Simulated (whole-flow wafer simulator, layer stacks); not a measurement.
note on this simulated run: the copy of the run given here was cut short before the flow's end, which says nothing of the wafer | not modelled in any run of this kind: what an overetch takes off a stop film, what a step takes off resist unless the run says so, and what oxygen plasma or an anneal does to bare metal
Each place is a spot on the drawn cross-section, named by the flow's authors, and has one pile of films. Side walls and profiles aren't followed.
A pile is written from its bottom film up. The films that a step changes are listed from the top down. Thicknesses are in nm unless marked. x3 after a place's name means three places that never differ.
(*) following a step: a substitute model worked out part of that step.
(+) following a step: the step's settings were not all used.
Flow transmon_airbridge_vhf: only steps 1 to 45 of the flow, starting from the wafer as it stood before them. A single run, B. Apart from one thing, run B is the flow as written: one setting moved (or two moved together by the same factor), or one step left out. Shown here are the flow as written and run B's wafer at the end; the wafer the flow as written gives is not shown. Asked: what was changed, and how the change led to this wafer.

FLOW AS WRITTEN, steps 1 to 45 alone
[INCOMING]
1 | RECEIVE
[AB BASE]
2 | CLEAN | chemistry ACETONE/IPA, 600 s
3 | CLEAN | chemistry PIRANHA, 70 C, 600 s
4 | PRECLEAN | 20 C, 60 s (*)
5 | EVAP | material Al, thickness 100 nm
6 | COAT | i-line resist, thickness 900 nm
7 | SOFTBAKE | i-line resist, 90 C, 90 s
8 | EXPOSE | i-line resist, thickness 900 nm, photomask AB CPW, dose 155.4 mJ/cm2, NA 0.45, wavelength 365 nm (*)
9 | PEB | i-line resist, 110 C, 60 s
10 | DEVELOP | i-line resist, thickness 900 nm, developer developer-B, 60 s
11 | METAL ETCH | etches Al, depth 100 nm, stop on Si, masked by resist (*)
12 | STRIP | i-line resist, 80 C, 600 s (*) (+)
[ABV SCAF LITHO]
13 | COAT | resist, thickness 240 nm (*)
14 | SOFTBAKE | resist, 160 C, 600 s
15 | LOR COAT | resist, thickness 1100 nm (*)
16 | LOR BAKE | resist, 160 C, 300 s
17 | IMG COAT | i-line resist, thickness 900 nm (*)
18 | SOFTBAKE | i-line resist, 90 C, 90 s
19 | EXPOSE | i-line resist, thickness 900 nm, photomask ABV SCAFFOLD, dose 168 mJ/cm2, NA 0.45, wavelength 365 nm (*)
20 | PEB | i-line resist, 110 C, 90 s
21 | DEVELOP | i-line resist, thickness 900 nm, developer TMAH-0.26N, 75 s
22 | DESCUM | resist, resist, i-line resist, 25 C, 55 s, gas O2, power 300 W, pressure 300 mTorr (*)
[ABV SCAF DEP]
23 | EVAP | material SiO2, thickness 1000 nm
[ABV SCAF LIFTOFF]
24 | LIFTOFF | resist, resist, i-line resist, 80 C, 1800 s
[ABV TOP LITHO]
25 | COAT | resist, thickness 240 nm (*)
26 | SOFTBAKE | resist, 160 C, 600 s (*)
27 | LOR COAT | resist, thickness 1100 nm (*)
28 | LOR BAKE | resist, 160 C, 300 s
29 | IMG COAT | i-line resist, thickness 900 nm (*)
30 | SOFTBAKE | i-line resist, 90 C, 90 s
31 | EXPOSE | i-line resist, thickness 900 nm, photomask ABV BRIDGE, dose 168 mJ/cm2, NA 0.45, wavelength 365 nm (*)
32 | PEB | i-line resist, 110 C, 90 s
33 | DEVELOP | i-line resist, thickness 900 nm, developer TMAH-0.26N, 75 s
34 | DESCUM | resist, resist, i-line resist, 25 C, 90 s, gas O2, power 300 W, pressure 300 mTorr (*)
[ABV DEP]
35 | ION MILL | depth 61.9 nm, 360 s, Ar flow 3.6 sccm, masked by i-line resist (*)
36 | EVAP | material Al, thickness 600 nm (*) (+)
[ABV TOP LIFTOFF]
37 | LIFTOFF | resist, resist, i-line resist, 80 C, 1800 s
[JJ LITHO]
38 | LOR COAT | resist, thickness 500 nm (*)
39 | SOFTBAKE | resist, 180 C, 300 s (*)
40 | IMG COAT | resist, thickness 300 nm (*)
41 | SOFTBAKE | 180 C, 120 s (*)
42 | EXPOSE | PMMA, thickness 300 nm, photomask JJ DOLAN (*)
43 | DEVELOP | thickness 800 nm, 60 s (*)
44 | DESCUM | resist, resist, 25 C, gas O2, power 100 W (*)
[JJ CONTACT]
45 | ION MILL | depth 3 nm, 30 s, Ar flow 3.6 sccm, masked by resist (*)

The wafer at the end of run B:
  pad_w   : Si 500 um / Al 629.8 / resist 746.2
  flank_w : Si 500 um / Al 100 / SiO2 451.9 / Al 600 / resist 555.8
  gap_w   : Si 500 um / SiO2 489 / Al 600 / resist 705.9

Cause: step 23, EVAP: thickness 525 nm was run, whereas the flow has thickness 1000 nm.

Step by step, how the change led to this:
  23 | EVAP | material SiO2, thickness 1000 nm
      field x3, jj_line, ground_far and 10 more: SiO2 gains 525 (new film) (it would be, as written: SiO2 gains 1000 (new film))
      flank_w, flank_e: SiO2 gains 487.9 (new film) (it would be, as written: SiO2 gains 929.3 (new film))
  24 | LIFTOFF | resist, resist, i-line resist, 80 C, 1800 s
      field x3, jj_line, trace_open_s x2: SiO2 loses 525 (all of it), i-line resist loses 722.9 (all of it), resist loses 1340 (all of it) (it would be, as written: SiO2 loses 1000 (all of it), i-line resist loses 722.9 (all of it), resist loses 1340 (all of it))
      pad_w, pad_e: SiO2 loses 525 (all of it), i-line resist loses 718 (all of it), resist loses 1330.2 (all of it) (it would be, as written: SiO2 loses 1000 (all of it), i-line resist loses 718 (all of it), resist loses 1330.2 (all of it))
      (also at 1 further place)
  25 | COAT | resist, thickness 240 nm (*)
      flank_w, flank_e: resist gains 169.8 (new film) (it would be, as written: resist gains 152.6 (new film))
      gap_w, gap_e: resist gains 230.7 (new film) (it would be, as written: resist gains 210.7 (new film))
      (also at 6 further places)
  27 | LOR COAT | resist, thickness 1100 nm (*)
      gap_w, gap_e: resist gains 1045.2 (it would be, as written: resist gains 977.8)
      margin_s, margin_n: resist gains 944.6 (it would be, as written: resist gains 823.4)
      (also at 6 further places)
  29 | IMG COAT | i-line resist, thickness 900 nm (*)
      gap_w, gap_e: i-line resist gains 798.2 (new film) (it would be, as written: i-line resist gains 681.7 (new film))
      margin_s, margin_n: i-line resist gains 752.1 (new film) (it would be, as written: i-line resist gains 603.2 (new film))
      (also at 7 further places)
  32 | PEB | i-line resist, 110 C, 90 s
      pad_w, pad_e: i-line resist loses 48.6 (it would be, as written: i-line resist loses 51)
      flank_w, flank_e: i-line resist loses 42.9 (it would be, as written: i-line resist loses 38.3)
      (also at 7 further places)
  33 | DEVELOP | i-line resist, thickness 900 nm, developer TMAH-0.26N, 75 s
      gap_w, gap_e: i-line resist loses 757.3 (all of it), resist loses 1045.2 (it would be, as written: i-line resist loses 646.9 (all of it), resist loses 977.8)
      pad_w: i-line resist loses 895.8 (all of it), resist loses 1173 (it would be, as written: i-line resist loses 937.2 (all of it), resist loses 1247.8)
      (also at 5 further places)
  34 | DESCUM | resist, resist, i-line resist, 25 C, 90 s, gas O2, power 300 W, pressure 300 mTorr (*)
      flank_w, flank_e: resist loses 169.8 (all of it) (it would be, as written: resist loses 152.6 (all of it))
      gap_w, gap_e: resist loses 230.7 (all of it) (it would be, as written: resist loses 210.7 (all of it))
      (also at 4 further places)
  37 | LIFTOFF | resist, resist, i-line resist, 80 C, 1800 s
      margin_s, margin_n: Al loses 600 (all of it), i-line resist loses 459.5 (all of it), resist loses 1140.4 (all of it) (it would be, as written: Al loses 600 (all of it), i-line resist loses 318.3 (all of it), resist loses 992 (all of it))
      ground_far: Al loses 600 (all of it), i-line resist loses 658.6 (all of it), resist loses 1366.9 (all of it) (it would be, as written: Al loses 600 (all of it), i-line resist loses 717.9 (all of it), resist loses 1384.9 (all of it))
  38 | LOR COAT | resist, thickness 500 nm (*)
      pad_w, pad_e: resist gains 490.4 (new film) (it would be, as written: resist gains 517 (new film))
      flank_w, flank_e: resist gains 363 (new film) (it would be, as written: resist gains 306.5 (new film))
      (also at 6 further places)
  40 | IMG COAT | resist, thickness 300 nm (*)
      pad_w, pad_e: resist gains 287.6 (it would be, as written: resist gains 300.1)
      flank_w, flank_e: resist gains 224.5 (it would be, as written: resist gains 212.1)
      (also at 6 further places)
